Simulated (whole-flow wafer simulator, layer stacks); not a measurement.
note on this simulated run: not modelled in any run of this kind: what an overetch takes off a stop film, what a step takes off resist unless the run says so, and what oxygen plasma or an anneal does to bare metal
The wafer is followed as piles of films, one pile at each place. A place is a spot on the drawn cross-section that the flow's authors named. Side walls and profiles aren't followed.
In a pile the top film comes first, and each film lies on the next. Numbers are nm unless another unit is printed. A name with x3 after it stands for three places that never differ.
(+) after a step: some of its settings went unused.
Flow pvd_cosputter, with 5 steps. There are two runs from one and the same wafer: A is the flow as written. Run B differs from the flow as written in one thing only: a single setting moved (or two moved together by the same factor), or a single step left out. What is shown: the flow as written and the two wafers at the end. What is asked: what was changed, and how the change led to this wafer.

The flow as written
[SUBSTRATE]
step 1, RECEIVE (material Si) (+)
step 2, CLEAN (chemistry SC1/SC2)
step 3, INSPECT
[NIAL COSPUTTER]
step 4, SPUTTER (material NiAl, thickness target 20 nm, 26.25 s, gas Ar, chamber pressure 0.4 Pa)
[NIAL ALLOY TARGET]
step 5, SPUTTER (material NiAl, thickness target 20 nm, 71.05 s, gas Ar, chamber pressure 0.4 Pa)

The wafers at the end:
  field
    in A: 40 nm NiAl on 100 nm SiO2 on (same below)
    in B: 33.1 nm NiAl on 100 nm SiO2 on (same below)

Cause: step 4, SPUTTER: thickness target 13.08 nm was run, while the flow as written has thickness target 20 nm; step 4, SPUTTER: 17.17 s was run, where the flow has 26.25 s.

How this came from the change, step by step:
  step 4, SPUTTER (material NiAl, thickness target 20 nm, 26.25 s, gas Ar, chamber pressure 0.4 Pa)
      field: A NiAl gains 20 (new film) | B NiAl gains 13.1 (new film)
